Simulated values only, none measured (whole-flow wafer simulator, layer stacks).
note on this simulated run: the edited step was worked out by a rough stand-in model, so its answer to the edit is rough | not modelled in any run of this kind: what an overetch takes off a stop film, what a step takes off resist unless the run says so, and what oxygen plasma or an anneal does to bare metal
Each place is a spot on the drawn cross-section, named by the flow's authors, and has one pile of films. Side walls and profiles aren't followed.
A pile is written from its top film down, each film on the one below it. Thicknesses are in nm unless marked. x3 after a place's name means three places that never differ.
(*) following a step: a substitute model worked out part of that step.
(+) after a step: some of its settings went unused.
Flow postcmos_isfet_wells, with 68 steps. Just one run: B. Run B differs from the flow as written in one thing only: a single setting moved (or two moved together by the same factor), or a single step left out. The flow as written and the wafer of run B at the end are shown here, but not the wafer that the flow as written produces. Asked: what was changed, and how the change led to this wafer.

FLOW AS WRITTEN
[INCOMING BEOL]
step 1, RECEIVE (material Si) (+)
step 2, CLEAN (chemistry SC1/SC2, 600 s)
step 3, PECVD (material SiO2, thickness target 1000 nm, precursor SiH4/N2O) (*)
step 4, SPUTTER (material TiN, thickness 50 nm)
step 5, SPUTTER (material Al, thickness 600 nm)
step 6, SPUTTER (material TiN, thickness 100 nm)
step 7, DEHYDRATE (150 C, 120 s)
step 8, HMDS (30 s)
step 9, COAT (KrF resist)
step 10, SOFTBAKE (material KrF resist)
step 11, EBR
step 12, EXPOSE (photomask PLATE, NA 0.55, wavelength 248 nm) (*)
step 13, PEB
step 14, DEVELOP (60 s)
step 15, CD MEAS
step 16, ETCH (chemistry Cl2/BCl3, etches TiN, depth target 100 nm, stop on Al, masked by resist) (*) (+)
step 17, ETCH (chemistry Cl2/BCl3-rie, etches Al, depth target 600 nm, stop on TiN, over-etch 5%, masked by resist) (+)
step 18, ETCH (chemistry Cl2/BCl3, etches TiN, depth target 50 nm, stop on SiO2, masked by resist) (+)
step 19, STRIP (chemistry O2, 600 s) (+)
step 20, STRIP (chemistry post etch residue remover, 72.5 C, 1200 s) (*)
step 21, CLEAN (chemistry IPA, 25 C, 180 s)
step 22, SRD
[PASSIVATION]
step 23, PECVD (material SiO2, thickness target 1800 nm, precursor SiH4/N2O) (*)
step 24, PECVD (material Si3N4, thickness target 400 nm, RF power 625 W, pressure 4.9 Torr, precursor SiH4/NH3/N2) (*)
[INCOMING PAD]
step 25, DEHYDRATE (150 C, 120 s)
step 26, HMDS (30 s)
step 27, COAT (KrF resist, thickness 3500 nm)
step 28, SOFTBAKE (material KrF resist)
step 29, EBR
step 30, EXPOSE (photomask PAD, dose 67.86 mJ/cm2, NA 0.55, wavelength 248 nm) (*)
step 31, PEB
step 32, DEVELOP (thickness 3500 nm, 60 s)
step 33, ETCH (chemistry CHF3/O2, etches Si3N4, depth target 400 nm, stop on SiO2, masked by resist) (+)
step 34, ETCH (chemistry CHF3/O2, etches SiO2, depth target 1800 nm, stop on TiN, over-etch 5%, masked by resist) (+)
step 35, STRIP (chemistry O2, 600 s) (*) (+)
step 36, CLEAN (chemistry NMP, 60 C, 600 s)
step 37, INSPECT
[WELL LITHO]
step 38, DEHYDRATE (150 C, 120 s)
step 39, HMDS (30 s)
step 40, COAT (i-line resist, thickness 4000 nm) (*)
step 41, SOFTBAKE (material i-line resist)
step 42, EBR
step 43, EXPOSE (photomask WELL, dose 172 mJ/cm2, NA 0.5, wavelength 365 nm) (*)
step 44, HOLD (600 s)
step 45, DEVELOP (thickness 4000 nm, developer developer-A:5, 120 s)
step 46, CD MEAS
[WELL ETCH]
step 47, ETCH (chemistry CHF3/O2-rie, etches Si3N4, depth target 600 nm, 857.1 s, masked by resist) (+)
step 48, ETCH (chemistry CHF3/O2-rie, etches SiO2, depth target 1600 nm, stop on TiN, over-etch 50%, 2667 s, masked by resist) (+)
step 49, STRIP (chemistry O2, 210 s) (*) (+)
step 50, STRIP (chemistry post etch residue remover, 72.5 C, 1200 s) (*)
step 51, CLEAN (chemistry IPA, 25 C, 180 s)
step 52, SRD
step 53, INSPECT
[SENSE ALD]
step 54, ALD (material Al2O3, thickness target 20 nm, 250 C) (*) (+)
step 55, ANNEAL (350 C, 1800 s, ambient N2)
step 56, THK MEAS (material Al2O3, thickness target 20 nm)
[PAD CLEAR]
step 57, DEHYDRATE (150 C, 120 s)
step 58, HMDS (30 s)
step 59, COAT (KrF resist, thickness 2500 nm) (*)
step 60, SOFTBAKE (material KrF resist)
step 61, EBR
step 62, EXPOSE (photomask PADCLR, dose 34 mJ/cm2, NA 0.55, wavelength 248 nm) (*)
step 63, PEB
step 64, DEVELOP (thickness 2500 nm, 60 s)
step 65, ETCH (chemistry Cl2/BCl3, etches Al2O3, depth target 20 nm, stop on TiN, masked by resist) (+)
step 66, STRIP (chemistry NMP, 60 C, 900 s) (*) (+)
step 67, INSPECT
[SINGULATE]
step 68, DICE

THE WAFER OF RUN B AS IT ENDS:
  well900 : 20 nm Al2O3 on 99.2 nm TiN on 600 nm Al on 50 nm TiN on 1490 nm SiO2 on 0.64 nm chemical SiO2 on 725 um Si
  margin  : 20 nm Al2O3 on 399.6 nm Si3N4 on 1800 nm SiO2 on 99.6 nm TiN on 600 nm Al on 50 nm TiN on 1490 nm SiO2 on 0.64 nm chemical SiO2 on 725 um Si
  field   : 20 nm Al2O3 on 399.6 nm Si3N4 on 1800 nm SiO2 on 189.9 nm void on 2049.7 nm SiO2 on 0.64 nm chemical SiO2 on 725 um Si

The reason: step 3, PECVD: thickness target 1490 nm was run, though the flow has thickness target 1000 nm.
The wafer itself shows it: well900 has SiO2 1490, and step 3 as written asks for 1000 nm.

The path from the change to this, step by step:
  step 3, PECVD (material SiO2, thickness target 1000 nm, precursor SiH4/N2O) (*)
      field, margin, well900, well1300 x3, pad_rim, pad_clr, pad_open: +1490 SiO2 (new film) (it would be, as written: +1000 SiO2 (new film))
